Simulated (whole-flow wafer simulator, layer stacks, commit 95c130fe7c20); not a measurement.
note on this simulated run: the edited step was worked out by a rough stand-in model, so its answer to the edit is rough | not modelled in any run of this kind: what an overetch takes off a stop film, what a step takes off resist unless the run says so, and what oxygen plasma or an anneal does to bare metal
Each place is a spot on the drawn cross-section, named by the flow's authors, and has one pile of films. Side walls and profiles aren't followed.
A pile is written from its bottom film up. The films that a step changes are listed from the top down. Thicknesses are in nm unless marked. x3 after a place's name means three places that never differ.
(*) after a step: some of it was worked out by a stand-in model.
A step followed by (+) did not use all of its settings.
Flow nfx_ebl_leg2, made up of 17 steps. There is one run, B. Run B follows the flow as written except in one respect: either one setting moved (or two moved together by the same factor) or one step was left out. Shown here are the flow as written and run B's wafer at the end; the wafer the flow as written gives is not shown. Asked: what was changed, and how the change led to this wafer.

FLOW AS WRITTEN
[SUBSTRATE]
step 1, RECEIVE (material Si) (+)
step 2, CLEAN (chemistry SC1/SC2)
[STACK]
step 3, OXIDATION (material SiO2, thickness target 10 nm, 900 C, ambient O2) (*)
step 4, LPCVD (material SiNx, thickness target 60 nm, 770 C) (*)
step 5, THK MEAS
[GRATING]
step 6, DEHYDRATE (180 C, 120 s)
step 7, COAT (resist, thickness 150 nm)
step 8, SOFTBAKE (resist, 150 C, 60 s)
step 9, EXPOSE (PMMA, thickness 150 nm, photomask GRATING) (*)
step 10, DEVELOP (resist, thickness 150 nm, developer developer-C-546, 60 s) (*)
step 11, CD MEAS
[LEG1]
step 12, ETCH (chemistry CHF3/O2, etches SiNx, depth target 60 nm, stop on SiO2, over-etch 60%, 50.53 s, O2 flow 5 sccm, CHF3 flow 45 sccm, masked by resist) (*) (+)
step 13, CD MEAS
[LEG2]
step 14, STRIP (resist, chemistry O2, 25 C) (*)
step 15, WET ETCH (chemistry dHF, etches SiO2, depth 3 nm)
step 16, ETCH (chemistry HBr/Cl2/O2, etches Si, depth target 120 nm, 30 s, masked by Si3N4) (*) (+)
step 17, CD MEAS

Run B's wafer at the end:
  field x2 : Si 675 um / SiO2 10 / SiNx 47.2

Cause: step 4, LPCVD: thickness target 54 nm was run, whereas the flow has thickness target 60 nm.

How this came from the change, step by step:
  step 4, LPCVD (material SiNx, thickness target 60 nm, 770 C) (*)
      field x2, pad x2: +54 SiNx (new film) (in the flow as written it would be: +60 SiNx (new film))
  step 12, ETCH (chemistry CHF3/O2, etches SiNx, depth target 60 nm, stop on SiO2, over-etch 60%, 50.53 s, O2 flow 5 sccm, CHF3 flow 45 sccm, masked by resist) (*) (+)
      pad x2: -54 SiNx (all of it), -10 SiO2 (all of it) (in the flow as written it would be: -60 SiNx (all of it), -10 SiO2 (all of it))
